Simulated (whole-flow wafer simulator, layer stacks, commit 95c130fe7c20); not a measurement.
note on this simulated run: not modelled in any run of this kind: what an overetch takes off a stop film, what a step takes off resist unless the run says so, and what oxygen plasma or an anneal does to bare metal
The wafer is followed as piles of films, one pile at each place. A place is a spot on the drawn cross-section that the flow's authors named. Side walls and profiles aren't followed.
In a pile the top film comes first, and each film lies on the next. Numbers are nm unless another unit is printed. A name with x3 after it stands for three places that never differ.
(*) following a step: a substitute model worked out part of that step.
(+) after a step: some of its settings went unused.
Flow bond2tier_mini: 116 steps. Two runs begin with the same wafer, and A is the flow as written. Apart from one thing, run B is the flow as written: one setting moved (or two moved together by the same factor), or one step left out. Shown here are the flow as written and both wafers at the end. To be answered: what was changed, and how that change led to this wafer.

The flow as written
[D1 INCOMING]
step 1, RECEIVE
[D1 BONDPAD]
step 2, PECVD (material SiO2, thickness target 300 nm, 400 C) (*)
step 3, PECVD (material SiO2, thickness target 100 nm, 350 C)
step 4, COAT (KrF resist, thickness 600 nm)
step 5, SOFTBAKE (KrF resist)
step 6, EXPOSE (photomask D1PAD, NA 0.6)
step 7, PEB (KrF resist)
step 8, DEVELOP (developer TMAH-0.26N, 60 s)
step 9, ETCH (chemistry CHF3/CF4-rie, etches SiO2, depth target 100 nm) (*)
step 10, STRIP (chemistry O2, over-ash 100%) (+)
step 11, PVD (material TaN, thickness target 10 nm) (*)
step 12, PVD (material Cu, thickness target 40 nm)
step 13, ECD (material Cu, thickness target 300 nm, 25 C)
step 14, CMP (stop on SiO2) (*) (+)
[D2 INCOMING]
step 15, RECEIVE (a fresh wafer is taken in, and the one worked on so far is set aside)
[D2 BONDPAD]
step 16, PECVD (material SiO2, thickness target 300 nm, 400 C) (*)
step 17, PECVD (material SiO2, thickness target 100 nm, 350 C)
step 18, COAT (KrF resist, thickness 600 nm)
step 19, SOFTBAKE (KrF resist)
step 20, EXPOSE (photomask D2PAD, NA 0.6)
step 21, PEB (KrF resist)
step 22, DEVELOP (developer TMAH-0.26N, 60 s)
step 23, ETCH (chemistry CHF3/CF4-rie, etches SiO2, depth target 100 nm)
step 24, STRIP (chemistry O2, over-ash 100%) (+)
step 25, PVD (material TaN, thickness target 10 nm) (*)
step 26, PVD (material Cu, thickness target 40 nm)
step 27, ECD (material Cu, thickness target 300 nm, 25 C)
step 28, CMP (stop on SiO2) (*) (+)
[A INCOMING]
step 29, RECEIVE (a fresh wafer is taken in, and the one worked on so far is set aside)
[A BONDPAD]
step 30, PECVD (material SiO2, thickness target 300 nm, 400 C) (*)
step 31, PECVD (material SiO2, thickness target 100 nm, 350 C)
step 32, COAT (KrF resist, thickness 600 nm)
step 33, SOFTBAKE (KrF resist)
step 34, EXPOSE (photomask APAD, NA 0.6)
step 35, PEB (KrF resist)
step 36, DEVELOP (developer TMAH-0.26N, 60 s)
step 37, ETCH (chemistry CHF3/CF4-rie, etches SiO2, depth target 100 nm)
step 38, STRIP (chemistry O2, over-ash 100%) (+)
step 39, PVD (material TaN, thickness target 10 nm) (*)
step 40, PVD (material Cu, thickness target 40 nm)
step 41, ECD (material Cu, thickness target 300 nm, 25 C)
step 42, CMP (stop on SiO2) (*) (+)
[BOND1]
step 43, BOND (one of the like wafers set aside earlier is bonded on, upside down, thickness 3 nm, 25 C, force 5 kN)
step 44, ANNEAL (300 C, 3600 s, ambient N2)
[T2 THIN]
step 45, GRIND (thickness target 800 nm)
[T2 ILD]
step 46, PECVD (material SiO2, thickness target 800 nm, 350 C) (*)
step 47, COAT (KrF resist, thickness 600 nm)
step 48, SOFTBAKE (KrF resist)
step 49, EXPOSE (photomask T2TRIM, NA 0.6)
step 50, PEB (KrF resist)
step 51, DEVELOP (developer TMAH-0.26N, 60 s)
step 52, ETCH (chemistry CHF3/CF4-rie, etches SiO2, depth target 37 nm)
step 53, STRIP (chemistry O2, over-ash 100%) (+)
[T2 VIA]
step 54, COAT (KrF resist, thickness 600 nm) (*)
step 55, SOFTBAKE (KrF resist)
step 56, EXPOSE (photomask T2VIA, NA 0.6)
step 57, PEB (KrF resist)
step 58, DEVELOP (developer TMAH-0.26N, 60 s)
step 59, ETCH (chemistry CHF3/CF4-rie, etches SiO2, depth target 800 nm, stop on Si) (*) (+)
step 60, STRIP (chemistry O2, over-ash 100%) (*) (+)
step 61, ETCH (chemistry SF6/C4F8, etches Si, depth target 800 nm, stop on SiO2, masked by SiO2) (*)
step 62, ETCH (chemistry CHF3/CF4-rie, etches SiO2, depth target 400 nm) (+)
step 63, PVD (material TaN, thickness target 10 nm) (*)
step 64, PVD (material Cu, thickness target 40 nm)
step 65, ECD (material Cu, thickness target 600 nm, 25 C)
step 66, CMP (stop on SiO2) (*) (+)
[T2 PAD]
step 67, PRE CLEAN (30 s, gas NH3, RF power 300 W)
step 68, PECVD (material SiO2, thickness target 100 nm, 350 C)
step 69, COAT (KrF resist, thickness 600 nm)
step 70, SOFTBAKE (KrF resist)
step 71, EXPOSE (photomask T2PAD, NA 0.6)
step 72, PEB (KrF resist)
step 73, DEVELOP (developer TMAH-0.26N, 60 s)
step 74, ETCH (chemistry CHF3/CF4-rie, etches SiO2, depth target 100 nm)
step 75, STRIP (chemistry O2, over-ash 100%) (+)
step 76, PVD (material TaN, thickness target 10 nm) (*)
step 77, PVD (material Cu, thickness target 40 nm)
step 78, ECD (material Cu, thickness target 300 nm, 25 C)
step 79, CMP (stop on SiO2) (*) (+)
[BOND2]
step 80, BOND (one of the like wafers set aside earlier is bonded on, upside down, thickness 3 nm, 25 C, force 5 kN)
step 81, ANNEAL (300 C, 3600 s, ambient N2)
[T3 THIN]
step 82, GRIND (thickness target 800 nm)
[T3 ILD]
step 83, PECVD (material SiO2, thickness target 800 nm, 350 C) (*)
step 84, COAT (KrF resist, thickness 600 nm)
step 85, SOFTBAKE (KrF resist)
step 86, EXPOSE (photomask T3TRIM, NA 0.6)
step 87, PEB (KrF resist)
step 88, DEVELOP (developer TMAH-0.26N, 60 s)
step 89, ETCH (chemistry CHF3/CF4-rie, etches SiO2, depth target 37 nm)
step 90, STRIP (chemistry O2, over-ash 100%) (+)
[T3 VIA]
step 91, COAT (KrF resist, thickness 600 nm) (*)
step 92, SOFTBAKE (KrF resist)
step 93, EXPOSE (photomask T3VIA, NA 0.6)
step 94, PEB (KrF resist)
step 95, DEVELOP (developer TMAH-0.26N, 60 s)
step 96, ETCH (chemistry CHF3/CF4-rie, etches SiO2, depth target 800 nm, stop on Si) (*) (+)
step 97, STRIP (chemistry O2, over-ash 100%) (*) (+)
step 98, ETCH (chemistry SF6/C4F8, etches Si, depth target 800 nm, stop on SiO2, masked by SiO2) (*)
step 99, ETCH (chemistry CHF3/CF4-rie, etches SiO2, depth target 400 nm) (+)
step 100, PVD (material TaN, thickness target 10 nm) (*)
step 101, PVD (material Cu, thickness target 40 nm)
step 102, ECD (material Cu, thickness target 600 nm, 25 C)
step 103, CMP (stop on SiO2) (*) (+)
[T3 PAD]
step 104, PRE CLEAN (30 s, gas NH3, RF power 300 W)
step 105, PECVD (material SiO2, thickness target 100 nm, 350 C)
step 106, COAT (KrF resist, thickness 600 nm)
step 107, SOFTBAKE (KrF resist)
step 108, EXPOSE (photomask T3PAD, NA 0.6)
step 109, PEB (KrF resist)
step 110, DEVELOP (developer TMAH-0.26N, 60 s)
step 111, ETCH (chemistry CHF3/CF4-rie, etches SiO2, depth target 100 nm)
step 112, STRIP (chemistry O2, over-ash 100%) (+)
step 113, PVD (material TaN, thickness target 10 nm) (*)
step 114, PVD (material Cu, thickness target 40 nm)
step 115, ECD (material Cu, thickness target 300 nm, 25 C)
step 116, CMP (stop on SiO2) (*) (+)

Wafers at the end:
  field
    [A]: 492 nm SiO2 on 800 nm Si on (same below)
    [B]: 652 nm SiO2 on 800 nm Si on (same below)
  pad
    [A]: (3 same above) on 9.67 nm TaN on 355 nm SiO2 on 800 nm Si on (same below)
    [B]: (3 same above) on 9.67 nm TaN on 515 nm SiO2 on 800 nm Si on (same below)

Cause: step 99, ETCH: depth target 240 nm was run, while the flow as written has depth target 400 nm.

The path from the change to this, step by step:
  step 99, ETCH (chemistry CHF3/CF4-rie, etches SiO2, depth target 400 nm) (+)
      field, pad: A -400 SiO2 | B -240 SiO2
